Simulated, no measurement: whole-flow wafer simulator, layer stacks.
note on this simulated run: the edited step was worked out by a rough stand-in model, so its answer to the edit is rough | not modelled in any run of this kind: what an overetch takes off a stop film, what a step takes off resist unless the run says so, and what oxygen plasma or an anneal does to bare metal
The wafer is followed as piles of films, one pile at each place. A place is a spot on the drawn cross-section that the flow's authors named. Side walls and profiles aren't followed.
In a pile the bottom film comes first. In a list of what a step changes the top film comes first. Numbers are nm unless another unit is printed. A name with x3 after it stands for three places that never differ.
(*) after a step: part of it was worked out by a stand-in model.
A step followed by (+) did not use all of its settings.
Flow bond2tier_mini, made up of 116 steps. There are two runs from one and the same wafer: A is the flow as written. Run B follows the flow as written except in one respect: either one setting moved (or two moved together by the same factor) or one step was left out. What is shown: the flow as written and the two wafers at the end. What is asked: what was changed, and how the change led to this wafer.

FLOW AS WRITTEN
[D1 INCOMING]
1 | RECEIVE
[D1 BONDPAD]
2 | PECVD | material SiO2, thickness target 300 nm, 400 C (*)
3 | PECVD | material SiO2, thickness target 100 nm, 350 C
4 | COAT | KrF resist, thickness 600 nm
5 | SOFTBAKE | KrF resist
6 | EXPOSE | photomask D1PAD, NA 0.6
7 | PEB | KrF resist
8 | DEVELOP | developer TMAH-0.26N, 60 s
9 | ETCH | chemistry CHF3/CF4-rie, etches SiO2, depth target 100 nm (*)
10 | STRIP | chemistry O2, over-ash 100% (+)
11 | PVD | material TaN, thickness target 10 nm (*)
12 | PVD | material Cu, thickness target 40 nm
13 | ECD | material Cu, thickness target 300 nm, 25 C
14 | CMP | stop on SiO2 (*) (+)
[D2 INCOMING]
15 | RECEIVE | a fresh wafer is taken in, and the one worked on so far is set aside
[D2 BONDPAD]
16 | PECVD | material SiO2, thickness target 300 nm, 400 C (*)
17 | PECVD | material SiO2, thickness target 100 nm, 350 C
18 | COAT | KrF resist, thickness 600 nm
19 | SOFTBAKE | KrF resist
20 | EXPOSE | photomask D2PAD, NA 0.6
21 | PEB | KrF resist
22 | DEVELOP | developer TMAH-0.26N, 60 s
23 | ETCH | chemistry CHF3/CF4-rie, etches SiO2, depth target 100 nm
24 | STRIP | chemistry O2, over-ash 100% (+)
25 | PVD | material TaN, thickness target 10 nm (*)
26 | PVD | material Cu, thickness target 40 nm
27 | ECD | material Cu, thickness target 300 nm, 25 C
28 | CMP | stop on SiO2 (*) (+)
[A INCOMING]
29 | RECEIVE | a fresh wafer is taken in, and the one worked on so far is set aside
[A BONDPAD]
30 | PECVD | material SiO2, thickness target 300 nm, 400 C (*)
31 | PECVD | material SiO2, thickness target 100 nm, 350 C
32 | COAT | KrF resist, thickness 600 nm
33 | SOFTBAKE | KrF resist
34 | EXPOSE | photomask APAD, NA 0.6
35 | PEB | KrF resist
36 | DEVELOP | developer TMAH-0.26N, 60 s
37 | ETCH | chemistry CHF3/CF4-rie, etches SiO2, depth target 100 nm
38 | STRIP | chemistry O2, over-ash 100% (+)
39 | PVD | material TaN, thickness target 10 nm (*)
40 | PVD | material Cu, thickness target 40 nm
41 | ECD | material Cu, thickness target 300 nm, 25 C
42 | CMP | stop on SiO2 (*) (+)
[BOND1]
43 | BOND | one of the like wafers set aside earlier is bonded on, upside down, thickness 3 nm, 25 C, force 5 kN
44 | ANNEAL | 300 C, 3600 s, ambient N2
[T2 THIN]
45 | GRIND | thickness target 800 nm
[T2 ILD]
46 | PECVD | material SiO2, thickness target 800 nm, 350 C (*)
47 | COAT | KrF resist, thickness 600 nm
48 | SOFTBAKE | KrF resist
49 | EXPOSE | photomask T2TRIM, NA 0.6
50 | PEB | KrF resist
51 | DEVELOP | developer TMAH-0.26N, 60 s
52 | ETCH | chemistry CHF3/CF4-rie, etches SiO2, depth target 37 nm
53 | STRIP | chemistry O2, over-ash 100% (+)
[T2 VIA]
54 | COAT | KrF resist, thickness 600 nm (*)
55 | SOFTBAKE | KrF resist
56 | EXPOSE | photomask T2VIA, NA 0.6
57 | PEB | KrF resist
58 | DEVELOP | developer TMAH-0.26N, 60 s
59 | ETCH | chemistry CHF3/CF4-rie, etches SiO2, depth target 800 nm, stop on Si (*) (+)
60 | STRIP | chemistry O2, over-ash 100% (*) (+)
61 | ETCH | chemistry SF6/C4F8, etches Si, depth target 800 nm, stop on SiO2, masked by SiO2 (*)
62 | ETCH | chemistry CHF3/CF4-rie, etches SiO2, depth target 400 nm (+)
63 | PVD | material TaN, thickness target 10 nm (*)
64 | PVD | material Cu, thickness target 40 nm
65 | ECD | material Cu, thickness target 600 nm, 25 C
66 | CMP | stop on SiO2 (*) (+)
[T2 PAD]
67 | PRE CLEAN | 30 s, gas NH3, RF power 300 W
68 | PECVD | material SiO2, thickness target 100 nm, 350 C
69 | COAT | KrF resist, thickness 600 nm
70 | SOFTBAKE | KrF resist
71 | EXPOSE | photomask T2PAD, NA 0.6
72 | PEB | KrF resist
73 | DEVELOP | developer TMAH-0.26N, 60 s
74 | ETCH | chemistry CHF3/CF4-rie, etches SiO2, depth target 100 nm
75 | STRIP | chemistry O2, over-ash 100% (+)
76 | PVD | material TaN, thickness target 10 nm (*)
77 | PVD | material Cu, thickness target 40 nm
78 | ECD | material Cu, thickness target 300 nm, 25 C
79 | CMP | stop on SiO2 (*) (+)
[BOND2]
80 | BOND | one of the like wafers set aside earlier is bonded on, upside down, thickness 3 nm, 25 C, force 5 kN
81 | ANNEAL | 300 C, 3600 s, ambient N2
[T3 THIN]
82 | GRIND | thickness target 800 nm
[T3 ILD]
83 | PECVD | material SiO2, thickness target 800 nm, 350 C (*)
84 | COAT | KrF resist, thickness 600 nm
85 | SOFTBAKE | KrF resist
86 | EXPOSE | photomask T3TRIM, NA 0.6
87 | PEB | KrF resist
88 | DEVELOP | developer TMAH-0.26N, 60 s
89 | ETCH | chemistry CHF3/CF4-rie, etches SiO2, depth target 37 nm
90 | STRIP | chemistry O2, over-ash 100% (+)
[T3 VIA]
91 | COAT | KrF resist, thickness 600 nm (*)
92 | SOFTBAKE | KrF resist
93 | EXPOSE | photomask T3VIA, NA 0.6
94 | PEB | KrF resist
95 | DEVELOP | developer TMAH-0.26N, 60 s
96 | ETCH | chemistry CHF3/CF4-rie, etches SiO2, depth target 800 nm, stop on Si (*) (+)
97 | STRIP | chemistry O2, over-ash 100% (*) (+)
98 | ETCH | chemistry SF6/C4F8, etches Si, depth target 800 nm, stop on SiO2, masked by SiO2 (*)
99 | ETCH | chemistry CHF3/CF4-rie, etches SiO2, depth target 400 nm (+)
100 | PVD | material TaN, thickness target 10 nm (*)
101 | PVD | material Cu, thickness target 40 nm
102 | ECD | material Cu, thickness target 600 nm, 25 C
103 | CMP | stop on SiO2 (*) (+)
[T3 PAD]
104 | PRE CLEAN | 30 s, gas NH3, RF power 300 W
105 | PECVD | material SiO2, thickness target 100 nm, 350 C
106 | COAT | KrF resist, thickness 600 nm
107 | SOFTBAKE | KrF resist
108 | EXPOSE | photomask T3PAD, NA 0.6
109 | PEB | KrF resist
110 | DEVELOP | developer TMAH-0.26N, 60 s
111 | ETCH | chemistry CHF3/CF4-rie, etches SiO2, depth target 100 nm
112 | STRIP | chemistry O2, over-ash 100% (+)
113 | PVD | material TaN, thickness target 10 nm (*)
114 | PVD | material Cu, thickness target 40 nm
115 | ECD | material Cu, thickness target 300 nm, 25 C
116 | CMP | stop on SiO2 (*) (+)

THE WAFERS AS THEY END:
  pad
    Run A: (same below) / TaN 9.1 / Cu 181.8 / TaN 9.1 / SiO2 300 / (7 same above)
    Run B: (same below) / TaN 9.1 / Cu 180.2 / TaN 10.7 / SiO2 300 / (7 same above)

What caused this: step 25, PVD: thickness target 11.8 nm was run, while the flow as written has thickness target 10 nm.

How this came from the change, step by step:
  25 | PVD | material TaN, thickness target 10 nm (*)
      field: A TaN gains 10 (new film) | B TaN gains 11.8 (new film)
      pad: A TaN gains 9.1 (new film) | B TaN gains 10.7 (new film)
      (and at 1 other place as well)
  28 | CMP | stop on SiO2 (*) (+)
      field: A Cu loses 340 (all of it), TaN loses 10 (all of it) | B Cu loses 340 (all of it), TaN loses 11.8 (all of it)
  80 | BOND | one of the like wafers set aside earlier is bonded on, upside down, thickness 3 nm, 25 C, force 5 kN
      pad: A Si gains 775 um (new film), chemical SiO2 gains 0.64 (new film), SiO2 gains 300 (new film), TaN gains 9.1 (new film), Cu gains 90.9 | B Si gains 775 um (new film), chemical SiO2 gains 0.64 (new film), SiO2 gains 300 (new film), TaN gains 10.7 (new film), Cu gains 89.3
